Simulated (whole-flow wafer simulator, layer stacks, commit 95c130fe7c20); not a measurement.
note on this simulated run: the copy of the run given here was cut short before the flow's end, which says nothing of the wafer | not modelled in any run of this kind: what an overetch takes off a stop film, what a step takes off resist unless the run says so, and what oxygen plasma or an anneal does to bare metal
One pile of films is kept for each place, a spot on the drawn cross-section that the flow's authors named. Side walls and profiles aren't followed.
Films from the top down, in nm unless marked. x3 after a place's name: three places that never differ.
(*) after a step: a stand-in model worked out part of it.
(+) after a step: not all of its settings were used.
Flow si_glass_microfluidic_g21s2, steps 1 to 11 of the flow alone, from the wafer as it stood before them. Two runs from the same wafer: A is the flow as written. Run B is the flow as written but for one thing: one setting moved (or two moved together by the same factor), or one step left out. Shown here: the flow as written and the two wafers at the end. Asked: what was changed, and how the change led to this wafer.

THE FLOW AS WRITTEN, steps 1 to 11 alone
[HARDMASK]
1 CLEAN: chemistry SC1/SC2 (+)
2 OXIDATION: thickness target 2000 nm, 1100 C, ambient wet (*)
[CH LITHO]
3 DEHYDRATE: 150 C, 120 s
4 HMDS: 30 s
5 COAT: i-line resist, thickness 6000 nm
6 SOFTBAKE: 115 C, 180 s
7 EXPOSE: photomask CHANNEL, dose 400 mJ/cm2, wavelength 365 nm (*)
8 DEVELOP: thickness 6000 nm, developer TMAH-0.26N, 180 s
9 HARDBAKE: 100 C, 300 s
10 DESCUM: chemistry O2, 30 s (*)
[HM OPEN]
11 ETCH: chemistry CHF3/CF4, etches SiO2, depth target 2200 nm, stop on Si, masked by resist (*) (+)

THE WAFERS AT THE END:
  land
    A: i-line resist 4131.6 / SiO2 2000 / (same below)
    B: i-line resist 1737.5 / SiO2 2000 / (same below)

The cause: step 5, COAT: thickness 3600 nm was run, where the flow has thickness 6000 nm.

How the change led to this, step by step:
  5 COAT: i-line resist, thickness 6000 nm
      land, trench20 x3: A i-line resist +6000 (new film) | B i-line resist +3600 (new film)
  8 DEVELOP: thickness 6000 nm, developer TMAH-0.26N, 180 s
      trench20 x3: A i-line resist -6000 (all of it) | B i-line resist -3600 (all of it)
  9 HARDBAKE: 100 C, 300 s
      land: A i-line resist -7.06 | B i-line resist -1.18
